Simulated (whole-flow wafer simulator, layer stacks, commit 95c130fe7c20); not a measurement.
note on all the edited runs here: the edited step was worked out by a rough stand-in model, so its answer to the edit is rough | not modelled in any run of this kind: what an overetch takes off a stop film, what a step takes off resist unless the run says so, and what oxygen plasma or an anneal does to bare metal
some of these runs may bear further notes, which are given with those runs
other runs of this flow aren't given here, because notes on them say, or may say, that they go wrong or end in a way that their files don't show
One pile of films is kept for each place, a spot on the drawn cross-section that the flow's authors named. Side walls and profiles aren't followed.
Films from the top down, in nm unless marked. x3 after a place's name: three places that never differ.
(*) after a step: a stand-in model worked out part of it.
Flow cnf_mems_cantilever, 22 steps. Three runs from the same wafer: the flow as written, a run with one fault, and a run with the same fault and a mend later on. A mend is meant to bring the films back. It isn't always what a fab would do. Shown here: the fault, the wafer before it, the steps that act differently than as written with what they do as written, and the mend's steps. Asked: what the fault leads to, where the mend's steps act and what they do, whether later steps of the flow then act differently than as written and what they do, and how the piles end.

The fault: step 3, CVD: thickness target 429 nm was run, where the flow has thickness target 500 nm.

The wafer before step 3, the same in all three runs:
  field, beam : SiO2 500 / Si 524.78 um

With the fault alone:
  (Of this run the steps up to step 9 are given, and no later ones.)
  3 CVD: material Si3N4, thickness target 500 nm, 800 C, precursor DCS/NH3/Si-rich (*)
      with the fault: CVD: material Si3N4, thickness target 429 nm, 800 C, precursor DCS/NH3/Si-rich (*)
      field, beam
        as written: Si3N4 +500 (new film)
        with the fault: Si3N4 +429 (new film)
  No later step of the flow up to step 9 acts differently than as written at any place that is followed.
  After step 9 the piles differ from the flow's by more than 2% or 0.5 nm, whichever is larger, at field, beam.
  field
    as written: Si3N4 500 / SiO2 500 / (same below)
    with the fault: Si3N4 429 / SiO2 500 / (same below)
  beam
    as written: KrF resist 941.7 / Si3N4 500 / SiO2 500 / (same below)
    with the fault: KrF resist 941.7 / Si3N4 429 / SiO2 500 / (same below)

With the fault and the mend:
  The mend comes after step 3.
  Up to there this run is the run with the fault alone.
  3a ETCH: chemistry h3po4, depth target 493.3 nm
      field, beam
        Si3N4 -429 (all of it)
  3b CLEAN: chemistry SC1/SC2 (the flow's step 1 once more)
      changes no film at any place that is followed
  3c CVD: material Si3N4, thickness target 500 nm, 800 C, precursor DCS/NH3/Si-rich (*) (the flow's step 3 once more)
      field, beam
        Si3N4 +500 (new film)
  No later step of the flow acts differently than as written at any place that is followed.
  At the end the piles are the same as the flow's at every place that both follow.
